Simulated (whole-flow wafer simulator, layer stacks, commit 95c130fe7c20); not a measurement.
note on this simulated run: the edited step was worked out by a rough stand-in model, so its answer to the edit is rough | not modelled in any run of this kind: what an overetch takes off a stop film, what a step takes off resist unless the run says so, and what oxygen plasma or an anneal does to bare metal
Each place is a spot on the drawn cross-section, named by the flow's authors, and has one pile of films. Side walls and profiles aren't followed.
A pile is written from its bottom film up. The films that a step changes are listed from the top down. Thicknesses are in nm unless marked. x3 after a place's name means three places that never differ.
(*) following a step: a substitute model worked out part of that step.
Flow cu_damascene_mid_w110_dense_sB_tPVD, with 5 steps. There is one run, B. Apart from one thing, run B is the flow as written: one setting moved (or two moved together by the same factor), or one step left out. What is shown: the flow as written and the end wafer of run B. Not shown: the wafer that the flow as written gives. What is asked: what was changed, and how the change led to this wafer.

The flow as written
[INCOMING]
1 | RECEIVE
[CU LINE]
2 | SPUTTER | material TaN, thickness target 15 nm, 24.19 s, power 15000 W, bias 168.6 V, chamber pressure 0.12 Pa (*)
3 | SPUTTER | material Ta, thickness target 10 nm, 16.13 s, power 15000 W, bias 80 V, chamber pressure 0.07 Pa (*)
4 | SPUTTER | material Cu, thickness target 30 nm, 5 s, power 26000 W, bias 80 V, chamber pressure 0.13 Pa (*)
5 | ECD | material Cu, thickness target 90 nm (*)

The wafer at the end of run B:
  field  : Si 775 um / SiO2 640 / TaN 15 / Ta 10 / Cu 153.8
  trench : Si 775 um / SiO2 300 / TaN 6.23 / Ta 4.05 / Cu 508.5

The reason: step 5, ECD: thickness target 123.8 nm was run, while the flow as written has thickness target 90 nm.

The path from the change to this, step by step:
  5 | ECD | material Cu, thickness target 90 nm (*)
      field: +123.8 Cu (as written it would have been: +90 Cu)
      trench: +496 Cu (as written it would have been: +462.2 Cu)
